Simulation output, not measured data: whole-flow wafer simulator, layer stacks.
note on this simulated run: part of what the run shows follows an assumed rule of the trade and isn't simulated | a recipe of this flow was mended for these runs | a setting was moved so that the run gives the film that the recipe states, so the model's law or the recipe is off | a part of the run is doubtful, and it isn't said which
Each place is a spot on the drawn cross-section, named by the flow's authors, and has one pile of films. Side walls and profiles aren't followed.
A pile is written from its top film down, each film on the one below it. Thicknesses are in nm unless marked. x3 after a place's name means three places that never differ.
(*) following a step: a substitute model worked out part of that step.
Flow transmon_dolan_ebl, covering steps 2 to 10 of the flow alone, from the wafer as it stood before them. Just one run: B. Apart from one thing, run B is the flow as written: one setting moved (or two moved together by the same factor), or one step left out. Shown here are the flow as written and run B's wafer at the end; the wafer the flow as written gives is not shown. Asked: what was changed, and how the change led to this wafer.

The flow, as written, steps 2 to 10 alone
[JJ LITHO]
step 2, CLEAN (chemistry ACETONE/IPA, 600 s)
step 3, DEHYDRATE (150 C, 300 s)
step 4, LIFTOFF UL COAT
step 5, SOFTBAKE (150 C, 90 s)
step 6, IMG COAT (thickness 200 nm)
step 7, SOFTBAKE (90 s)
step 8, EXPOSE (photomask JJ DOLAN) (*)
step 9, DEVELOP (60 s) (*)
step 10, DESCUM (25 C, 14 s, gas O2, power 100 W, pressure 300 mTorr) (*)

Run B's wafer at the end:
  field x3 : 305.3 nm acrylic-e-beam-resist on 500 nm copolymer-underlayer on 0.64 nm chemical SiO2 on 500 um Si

Cause: step 6, IMG COAT: thickness 320 nm was run, whereas the flow has thickness 200 nm.

How this came from the change, step by step:
  step 6, IMG COAT (thickness 200 nm)
      field x3, jj_line: acrylic-e-beam-resist gains 320 (new film) (in the flow as written it would be: acrylic-e-beam-resist gains 200 (new film))
  step 9, DEVELOP (60 s) (*)
      jj_line: acrylic-e-beam-resist loses 320 (all of it), copolymer-underlayer loses 500 (all of it) (in the flow as written it would be: acrylic-e-beam-resist loses 200 (all of it), copolymer-underlayer loses 500 (all of it))
